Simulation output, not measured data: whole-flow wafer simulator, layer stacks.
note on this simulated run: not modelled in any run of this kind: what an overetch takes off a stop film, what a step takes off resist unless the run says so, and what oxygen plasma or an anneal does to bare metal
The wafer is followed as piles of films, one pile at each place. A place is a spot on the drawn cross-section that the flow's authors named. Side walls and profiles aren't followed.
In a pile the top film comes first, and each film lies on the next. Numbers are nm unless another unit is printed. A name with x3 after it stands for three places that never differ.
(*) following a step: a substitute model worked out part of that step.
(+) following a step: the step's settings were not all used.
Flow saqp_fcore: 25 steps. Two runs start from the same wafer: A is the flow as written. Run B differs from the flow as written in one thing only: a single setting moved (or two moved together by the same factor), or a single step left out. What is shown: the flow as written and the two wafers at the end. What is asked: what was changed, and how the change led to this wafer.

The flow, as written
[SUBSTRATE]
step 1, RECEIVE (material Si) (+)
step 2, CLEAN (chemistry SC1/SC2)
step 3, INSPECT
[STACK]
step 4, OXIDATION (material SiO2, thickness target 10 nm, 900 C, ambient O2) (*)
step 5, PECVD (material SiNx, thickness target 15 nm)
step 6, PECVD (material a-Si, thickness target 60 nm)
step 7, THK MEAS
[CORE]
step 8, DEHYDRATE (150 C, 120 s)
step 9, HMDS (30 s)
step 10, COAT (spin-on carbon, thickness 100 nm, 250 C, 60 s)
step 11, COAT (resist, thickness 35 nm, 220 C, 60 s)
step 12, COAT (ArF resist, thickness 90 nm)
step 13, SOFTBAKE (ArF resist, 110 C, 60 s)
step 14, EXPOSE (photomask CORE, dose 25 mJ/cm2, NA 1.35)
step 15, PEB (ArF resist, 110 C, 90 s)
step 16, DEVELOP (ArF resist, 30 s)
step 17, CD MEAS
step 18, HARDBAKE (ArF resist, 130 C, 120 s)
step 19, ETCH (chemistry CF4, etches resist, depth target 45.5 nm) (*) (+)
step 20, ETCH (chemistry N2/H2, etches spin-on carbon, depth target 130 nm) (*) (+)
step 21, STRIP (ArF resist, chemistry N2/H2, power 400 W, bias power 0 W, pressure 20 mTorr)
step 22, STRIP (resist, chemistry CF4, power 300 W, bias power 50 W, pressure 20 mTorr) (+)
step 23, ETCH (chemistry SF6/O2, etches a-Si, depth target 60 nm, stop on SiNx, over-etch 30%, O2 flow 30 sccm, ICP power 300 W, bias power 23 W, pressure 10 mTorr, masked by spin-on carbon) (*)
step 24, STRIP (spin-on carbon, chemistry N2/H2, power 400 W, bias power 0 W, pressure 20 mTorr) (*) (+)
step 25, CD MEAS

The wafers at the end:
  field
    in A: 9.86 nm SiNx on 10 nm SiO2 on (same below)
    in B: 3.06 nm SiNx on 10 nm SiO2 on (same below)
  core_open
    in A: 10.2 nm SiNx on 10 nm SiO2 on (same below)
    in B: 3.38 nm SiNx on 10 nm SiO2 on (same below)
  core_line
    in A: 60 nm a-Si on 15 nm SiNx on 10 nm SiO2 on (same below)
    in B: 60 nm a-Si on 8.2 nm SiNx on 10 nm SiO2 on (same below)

The reason: step 5, PECVD: thickness target 8.2 nm was run, whereas the flow has thickness target 15 nm.
The wafer lets one read it off: core_line has SiNx 8.2, and step 5 as written asks for 15 nm.

Step by step, how the change led to this:
  step 5, PECVD (material SiNx, thickness target 15 nm)
      field, core_open, core_line: A SiNx gains 15 (new film) | B SiNx gains 8.2 (new film)
